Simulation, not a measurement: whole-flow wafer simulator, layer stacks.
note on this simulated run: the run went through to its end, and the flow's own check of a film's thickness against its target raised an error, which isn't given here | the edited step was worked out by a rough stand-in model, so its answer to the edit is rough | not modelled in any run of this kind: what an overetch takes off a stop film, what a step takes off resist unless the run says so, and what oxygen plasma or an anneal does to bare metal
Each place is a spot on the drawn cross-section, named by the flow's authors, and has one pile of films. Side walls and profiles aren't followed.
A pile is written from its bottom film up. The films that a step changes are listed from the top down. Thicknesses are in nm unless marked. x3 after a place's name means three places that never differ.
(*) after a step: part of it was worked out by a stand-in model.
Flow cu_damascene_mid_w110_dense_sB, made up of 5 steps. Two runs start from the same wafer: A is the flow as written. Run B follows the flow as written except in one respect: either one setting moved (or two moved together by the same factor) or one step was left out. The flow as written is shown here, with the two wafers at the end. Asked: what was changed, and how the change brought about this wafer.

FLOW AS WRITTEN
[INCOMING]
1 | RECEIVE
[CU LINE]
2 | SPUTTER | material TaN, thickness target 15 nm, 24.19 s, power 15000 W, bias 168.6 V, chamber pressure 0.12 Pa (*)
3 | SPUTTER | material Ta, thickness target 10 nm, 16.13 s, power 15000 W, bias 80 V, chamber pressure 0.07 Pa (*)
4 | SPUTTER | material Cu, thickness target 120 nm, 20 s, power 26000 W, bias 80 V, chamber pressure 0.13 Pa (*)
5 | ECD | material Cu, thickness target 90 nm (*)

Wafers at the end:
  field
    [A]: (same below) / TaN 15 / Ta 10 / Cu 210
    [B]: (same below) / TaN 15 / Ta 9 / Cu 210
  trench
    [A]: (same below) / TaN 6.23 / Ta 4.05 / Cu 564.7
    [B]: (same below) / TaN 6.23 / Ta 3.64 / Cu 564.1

The reason: step 3, SPUTTER: thickness target 9 nm was run, though the flow has thickness target 10 nm; step 3, SPUTTER: 14.52 s was run, where the flow has 16.13 s.
One can read it off the wafer: field has Ta 9, and step 3 as written asks for 10 nm.

Step by step, how the change led to this:
  3 | SPUTTER | material Ta, thickness target 10 nm, 16.13 s, power 15000 W, bias 80 V, chamber pressure 0.07 Pa (*)
      field: A Ta gains 10 (new film) | B Ta gains 9 (new film)
